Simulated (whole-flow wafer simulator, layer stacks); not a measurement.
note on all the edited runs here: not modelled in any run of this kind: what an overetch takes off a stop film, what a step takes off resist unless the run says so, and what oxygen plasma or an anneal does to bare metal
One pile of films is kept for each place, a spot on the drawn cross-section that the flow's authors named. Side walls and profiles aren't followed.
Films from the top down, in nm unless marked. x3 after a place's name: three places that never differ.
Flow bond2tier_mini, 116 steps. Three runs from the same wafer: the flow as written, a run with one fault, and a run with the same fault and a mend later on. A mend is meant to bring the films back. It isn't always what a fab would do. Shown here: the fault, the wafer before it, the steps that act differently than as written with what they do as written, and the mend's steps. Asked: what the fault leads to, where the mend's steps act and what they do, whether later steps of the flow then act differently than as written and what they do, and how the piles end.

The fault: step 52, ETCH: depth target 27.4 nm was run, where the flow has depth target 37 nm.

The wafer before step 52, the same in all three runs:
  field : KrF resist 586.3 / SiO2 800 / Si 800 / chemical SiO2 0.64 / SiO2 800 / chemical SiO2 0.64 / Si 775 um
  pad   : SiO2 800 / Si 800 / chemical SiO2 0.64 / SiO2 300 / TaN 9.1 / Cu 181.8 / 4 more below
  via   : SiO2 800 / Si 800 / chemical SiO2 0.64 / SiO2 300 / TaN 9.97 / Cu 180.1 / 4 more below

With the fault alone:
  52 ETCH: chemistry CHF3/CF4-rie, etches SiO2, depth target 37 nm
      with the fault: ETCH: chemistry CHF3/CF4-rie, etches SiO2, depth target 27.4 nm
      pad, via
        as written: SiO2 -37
        with the fault: SiO2 -27.4
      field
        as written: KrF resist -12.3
        with the fault: KrF resist -9.13
  No later step of the flow acts differently than as written, at any place that is followed, by more than 2% or 0.5 nm, whichever is larger.
  At the end the piles differ from the flow's by more than 2% or 0.5 nm, whichever is larger, at pad.
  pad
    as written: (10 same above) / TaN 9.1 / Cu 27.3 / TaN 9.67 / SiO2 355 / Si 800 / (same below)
    with the fault: (10 same above) / TaN 9.1 / Cu 17.6 / TaN 9.76 / SiO2 364.6 / Si 800 / (same below)

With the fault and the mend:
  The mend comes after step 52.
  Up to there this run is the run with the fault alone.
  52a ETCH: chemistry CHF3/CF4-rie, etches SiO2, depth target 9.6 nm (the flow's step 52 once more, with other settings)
      pad, via
        SiO2 -9.6
      field
        KrF resist -3.2
  No later step of the flow acts differently than as written at any place that is followed.
  At the end the piles are the same as the flow's at every place that both follow.
